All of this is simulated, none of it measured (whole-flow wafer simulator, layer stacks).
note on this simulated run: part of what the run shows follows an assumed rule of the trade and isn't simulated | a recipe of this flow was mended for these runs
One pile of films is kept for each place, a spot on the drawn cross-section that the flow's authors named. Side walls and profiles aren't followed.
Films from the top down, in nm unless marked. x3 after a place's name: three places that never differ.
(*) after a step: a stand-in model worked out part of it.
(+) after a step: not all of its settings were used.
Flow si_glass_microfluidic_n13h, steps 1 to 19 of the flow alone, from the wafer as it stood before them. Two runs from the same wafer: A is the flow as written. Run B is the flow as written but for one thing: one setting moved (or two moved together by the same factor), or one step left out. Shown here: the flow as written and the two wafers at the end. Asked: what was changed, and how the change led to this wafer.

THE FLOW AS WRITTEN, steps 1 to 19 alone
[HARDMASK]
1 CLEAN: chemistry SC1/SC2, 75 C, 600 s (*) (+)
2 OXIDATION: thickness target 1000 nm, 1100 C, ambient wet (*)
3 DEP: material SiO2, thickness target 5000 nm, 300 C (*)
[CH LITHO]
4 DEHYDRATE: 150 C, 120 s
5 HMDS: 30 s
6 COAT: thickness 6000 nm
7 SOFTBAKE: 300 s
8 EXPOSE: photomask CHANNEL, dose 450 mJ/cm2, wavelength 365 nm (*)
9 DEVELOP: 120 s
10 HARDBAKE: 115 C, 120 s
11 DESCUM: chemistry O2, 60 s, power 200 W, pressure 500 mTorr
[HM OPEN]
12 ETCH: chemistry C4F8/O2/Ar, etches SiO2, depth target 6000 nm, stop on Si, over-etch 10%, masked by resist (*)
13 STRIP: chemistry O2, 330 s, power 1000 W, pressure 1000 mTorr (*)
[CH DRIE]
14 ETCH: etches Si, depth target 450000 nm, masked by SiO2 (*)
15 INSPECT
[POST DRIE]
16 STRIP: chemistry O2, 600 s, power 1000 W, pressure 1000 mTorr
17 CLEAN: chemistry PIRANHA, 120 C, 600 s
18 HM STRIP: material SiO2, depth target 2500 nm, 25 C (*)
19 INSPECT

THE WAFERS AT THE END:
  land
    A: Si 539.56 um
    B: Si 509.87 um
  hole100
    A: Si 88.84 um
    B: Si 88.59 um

The cause: step 3, DEP: thickness target 3000 nm was run, where the flow has thickness target 5000 nm.

How the change led to this, step by step:
  3 DEP: material SiO2, thickness target 5000 nm, 300 C (*)
      land, hole100: A SiO2 +5000 | B SiO2 +3000
  12 ETCH: chemistry C4F8/O2/Ar, etches SiO2, depth target 6000 nm, stop on Si, over-etch 10%, masked by resist (*)
      land: A thick-i-line-resist -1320 | B thick-i-line-resist -880
      hole100: A SiO2 -6000 (all of it), Si -75 | B SiO2 -4000 (all of it), Si -325
  13 STRIP: chemistry O2, 330 s, power 1000 W, pressure 1000 mTorr (*)
      land: A thick-i-line-resist -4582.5 (all of it) | B thick-i-line-resist -5022.5 (all of it)
  14 ETCH: etches Si, depth target 450000 nm, masked by SiO2 (*)
      land: A SiO2 -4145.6 | B SiO2 -4000 (all of it), Si -29.68 um
  16 STRIP: chemistry O2, 600 s, power 1000 W, pressure 1000 mTorr
      land: A nothing | B chemical SiO2 +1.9 (new film), Si -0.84
  18 HM STRIP: material SiO2, depth target 2500 nm, 25 C (*)
      land: A SiO2 -1854.4 (all of it) | B chemical SiO2 -1.9 (all of it)
